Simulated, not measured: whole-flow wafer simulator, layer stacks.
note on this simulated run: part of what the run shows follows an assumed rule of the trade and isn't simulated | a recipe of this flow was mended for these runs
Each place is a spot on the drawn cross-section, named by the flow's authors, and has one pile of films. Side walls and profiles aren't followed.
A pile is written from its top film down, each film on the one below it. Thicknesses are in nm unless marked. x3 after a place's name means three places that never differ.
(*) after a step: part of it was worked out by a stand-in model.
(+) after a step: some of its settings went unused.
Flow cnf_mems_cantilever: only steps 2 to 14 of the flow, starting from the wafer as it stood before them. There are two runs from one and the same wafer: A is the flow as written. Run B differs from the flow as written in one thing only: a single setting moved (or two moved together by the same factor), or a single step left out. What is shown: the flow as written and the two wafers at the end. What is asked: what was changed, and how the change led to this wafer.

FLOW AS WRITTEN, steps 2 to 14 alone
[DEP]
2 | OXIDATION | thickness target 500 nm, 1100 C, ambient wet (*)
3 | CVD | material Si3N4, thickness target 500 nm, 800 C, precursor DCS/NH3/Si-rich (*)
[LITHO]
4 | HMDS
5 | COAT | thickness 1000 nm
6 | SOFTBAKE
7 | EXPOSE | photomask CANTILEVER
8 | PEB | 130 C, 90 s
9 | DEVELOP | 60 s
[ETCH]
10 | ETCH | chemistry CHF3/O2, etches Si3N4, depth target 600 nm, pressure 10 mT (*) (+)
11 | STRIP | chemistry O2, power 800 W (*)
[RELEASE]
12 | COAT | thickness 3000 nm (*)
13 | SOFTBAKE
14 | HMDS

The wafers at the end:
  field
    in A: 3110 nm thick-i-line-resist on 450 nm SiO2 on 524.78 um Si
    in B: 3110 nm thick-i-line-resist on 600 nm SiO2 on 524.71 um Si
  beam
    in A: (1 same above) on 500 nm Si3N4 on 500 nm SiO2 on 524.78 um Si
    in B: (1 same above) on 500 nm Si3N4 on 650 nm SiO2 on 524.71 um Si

The reason: step 2, OXIDATION: thickness target 650 nm was run, though the flow has thickness target 500 nm.
The wafer lets one read it off: beam has SiO2 650, and step 2 as written asks for 500 nm.

How this came from the change, step by step:
  2 | OXIDATION | thickness target 500 nm, 1100 C, ambient wet (*)
      field, beam: A +500 SiO2 (new film), -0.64 chemical SiO2 (all of it), -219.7 Si | B +650 SiO2 (new film), -0.64 chemical SiO2 (all of it), -285.7 Si
